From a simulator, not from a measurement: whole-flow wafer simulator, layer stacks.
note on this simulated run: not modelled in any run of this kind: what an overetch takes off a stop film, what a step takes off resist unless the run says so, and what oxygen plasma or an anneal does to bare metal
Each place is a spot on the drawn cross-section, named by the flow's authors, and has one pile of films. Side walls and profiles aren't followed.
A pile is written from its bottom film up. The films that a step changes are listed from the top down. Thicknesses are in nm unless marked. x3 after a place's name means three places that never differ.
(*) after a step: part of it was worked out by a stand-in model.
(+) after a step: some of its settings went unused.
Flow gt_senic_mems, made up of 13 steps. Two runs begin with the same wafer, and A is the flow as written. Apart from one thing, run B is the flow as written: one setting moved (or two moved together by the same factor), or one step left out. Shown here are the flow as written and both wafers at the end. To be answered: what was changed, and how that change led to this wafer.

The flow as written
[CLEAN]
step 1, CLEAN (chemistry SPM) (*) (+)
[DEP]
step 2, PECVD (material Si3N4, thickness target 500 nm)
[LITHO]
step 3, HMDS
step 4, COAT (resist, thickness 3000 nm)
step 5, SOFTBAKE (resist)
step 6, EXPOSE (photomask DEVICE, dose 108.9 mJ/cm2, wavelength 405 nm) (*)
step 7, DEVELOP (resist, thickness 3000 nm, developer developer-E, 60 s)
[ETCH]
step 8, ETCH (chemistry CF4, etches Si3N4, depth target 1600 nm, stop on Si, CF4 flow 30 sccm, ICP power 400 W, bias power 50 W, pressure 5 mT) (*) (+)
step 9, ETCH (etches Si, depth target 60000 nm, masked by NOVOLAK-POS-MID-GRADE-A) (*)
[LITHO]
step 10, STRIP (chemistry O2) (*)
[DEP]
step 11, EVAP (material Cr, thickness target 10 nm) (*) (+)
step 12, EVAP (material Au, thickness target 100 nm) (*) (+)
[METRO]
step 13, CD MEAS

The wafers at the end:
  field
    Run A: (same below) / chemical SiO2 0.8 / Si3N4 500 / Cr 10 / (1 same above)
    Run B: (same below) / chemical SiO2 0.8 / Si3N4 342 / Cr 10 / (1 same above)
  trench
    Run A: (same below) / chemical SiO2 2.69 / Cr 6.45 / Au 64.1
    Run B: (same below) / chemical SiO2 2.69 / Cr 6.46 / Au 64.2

The reason: step 2, PECVD: thickness target 342 nm was run, while the flow as written has thickness target 500 nm.
One can read it off the wafer: field has Si3N4 342, and step 2 as written asks for 500 nm.

Step by step, how the change led to this:
  step 2, PECVD (material Si3N4, thickness target 500 nm)
      field, trench: A +500 Si3N4 (new film) | B +342 Si3N4 (new film)
  step 8, ETCH (chemistry CF4, etches Si3N4, depth target 1600 nm, stop on Si, CF4 flow 30 sccm, ICP power 400 W, bias power 50 W, pressure 5 mT) (*) (+)
      field: A -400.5 resist | B -295.2 resist
      trench: A -500 Si3N4 (all of it), -0.8 chemical SiO2 (all of it) | B -342 Si3N4 (all of it), -0.8 chemical SiO2 (all of it)
  step 10, STRIP (chemistry O2) (*)
      field: A -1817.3 resist (all of it) | B -1922.6 resist (all of it)
